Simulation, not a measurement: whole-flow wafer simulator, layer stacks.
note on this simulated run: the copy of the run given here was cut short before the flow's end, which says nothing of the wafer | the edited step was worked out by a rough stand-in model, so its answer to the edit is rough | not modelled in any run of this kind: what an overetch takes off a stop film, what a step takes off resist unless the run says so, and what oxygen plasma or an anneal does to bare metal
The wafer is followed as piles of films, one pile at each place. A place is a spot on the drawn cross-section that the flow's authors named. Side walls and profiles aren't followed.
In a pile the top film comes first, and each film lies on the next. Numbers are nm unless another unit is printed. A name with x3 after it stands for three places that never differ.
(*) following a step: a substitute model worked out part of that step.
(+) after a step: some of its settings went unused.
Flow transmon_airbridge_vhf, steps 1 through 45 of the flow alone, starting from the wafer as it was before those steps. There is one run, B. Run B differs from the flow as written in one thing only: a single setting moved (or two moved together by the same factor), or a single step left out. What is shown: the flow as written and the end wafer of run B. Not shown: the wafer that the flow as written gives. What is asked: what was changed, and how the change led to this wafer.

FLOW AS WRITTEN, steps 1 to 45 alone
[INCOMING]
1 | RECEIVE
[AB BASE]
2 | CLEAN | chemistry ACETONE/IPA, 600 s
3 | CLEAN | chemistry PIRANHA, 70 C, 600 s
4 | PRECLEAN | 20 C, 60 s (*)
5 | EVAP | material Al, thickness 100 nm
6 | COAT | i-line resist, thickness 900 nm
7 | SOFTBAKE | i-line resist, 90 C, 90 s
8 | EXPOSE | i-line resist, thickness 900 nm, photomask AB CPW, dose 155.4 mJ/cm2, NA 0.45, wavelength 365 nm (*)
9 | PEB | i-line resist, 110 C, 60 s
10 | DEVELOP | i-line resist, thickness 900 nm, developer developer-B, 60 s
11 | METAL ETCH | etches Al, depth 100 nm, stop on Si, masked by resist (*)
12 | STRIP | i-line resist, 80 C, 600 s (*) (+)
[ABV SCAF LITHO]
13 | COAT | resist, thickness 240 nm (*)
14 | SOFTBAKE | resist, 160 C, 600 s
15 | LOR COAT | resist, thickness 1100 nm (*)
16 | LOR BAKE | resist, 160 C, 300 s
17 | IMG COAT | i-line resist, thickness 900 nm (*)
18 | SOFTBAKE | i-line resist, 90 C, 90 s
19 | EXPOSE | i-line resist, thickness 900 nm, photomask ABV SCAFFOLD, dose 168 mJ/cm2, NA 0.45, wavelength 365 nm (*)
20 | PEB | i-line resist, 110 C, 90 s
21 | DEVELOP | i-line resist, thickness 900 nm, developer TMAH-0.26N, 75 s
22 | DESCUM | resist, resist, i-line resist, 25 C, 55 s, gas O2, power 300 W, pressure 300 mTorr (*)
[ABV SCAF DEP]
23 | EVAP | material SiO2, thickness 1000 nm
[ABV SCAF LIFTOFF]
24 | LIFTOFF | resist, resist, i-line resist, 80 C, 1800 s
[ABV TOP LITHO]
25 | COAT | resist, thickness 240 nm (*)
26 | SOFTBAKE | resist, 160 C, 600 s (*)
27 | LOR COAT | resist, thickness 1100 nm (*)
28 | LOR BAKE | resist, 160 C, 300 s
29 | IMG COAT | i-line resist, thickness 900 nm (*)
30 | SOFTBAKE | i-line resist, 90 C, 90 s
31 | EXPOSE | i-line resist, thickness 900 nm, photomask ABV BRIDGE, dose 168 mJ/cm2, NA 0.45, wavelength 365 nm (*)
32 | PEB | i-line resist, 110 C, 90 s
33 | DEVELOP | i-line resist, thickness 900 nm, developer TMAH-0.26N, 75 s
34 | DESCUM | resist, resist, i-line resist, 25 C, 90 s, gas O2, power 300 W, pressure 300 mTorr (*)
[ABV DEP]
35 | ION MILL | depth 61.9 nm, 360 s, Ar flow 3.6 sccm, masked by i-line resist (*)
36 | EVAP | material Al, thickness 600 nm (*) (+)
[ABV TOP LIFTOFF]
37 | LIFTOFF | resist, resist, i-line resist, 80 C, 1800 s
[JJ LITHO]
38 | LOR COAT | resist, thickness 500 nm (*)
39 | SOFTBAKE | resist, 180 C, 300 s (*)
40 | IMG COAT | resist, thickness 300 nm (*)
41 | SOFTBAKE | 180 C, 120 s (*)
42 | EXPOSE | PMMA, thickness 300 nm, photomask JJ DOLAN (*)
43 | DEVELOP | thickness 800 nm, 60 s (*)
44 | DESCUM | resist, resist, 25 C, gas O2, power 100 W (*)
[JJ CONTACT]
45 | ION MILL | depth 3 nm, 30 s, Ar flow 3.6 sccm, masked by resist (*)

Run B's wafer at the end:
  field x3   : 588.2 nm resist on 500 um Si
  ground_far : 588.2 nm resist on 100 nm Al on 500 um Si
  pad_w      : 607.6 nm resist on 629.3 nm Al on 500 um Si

The reason: step 40, IMG COAT: thickness 120 nm was run, while the flow as written has thickness 300 nm.

The path from the change to this, step by step:
  40 | IMG COAT | resist, thickness 300 nm (*)
      field x3, jj_line, ground_far, trace_open_s x2: +120 resist (in the flow as written it would be: +300 resist)
      pad_w, pad_e: +122.4 resist (in the flow as written it would be: +300.1 resist)
      (as well as at 8 more places)
  43 | DEVELOP | thickness 800 nm, 60 s (*)
      jj_line: -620 resist (all of it) (in the flow as written it would be: -800 resist (all of it))
